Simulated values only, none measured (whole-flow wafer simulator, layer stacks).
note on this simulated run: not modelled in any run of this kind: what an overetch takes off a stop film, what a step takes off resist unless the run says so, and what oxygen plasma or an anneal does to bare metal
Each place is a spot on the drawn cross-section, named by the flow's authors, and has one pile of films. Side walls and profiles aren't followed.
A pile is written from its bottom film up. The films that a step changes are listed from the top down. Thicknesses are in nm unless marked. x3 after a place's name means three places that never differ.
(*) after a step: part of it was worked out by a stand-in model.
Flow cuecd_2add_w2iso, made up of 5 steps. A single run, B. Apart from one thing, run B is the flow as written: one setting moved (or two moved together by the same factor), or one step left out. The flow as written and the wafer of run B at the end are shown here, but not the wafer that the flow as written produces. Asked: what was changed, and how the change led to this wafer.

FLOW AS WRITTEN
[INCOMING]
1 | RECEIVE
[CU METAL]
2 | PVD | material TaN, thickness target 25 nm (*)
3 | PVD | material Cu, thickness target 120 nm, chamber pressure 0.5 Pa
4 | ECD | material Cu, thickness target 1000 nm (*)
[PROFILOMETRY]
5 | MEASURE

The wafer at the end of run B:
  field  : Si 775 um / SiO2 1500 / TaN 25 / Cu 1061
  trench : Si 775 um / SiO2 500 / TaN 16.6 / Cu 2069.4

What caused this: step 3, PVD: thickness target 61 nm was run, whereas the flow has thickness target 120 nm.

Step by step, how the change led to this:
  3 | PVD | material Cu, thickness target 120 nm, chamber pressure 0.5 Pa
      field: +61 Cu (new film) (it would be, as written: +120 Cu (new film))
      trench: +41.2 Cu (new film) (it would be, as written: +80.8 Cu (new film))
